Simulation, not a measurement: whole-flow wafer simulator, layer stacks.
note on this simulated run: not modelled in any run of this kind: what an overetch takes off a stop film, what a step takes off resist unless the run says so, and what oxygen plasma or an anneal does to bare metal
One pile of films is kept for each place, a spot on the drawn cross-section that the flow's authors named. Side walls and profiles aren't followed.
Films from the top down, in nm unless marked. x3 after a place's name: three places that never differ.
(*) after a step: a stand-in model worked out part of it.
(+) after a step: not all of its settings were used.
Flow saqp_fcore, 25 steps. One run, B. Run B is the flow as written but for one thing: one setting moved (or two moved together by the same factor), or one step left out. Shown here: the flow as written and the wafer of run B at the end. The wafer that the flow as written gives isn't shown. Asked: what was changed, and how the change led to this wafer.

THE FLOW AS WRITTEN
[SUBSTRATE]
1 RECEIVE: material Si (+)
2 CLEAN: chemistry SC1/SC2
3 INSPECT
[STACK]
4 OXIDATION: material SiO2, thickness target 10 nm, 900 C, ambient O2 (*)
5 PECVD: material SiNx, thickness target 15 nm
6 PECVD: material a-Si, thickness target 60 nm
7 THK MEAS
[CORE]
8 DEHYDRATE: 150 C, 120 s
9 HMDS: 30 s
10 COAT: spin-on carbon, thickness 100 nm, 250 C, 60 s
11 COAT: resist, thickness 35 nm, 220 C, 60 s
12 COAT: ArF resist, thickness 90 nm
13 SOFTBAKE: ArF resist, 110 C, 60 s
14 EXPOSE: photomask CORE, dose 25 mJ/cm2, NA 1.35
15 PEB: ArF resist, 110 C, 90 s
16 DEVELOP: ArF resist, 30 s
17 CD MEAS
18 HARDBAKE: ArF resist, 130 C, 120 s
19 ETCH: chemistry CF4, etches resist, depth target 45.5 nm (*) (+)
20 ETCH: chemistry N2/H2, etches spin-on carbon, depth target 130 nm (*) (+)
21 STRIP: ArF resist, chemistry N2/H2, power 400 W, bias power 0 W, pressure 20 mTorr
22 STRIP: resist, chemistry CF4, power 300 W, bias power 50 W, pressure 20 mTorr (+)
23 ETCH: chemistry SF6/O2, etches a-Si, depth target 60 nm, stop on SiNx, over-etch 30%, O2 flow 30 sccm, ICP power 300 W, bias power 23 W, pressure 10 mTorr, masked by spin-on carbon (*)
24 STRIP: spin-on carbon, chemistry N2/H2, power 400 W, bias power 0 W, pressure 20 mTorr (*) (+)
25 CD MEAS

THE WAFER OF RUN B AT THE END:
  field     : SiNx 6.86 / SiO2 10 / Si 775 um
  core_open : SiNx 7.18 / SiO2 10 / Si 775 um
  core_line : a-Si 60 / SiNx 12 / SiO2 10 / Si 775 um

The cause: step 5, PECVD: thickness target 12 nm was run, where the flow has thickness target 15 nm.
It can be read off the wafer: core_line has SiNx 12, and step 5 as written asks for 15 nm.

How the change led to this, step by step:
  5 PECVD: material SiNx, thickness target 15 nm
      field, core_open, core_line: SiNx +12 (new film) (as written it would be: SiNx +15 (new film))
